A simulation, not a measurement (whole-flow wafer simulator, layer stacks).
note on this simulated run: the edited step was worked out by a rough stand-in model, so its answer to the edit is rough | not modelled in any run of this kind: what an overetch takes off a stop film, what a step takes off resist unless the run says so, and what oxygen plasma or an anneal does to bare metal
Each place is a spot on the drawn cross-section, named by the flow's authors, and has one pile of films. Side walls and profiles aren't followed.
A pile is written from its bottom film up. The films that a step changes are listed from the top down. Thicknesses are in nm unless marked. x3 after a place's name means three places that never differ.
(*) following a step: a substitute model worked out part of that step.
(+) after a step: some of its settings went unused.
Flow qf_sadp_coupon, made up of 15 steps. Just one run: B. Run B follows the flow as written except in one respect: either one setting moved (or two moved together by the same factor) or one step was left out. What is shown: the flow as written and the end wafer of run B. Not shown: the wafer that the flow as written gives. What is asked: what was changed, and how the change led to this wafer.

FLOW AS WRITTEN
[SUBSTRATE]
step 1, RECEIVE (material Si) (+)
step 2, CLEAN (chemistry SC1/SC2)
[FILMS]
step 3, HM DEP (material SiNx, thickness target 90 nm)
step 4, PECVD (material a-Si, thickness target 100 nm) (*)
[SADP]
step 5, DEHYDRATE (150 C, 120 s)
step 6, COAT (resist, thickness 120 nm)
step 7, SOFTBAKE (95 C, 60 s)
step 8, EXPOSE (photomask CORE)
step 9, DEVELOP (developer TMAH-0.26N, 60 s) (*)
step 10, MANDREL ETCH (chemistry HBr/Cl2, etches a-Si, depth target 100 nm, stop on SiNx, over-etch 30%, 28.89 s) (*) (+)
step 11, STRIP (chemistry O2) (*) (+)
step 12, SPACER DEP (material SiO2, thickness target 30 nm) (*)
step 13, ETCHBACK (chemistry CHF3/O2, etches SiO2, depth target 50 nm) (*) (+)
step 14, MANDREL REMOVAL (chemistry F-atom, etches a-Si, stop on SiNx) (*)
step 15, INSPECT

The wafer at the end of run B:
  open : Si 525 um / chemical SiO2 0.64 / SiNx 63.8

The reason: step 4, PECVD: thickness target 80 nm was run, while the flow as written has thickness target 100 nm.

How this came from the change, step by step:
  step 4, PECVD (material a-Si, thickness target 100 nm) (*)
      m, open: a-Si gains 80 (new film) (as written it would have been: a-Si gains 100 (new film))
  step 10, MANDREL ETCH (chemistry HBr/Cl2, etches a-Si, depth target 100 nm, stop on SiNx, over-etch 30%, 28.89 s) (*) (+)
      open: a-Si loses 80 (all of it), SiNx loses 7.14 (as written it would have been: a-Si loses 100 (all of it), SiNx loses 4.29)
  step 14, MANDREL REMOVAL (chemistry F-atom, etches a-Si, stop on SiNx) (*)
      m: a-Si loses 75.8 (all of it) (as written it would have been: a-Si loses 95.8 (all of it))
